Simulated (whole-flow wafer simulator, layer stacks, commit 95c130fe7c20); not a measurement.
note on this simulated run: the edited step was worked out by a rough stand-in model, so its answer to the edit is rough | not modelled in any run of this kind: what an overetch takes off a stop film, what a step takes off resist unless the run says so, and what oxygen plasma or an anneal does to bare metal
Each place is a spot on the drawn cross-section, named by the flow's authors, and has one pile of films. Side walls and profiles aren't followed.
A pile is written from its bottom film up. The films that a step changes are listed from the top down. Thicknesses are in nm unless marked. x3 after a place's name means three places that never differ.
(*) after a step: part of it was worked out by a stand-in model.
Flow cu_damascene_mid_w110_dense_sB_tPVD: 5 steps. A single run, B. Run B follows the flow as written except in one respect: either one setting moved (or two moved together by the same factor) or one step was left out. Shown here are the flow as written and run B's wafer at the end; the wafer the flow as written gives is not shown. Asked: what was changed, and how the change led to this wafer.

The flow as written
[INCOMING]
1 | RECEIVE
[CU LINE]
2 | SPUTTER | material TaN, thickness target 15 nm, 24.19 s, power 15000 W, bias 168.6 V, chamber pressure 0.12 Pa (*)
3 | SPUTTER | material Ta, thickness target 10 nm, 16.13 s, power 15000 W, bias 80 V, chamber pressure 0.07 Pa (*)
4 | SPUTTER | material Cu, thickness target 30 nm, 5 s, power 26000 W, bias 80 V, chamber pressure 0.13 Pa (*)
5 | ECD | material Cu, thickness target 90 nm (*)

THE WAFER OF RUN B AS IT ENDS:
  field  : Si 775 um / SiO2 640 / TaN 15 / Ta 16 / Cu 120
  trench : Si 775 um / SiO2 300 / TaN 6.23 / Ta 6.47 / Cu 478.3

The reason: step 3, SPUTTER: 25.81 s was run, whereas the flow has 16.13 s.

Step by step, how the change led to this:
  3 | SPUTTER | material Ta, thickness target 10 nm, 16.13 s, power 15000 W, bias 80 V, chamber pressure 0.07 Pa (*)
      field: Ta gains 16 (new film) (in the flow as written it would be: Ta gains 10 (new film))
      trench: Ta gains 6.47 (new film) (in the flow as written it would be: Ta gains 4.05 (new film))
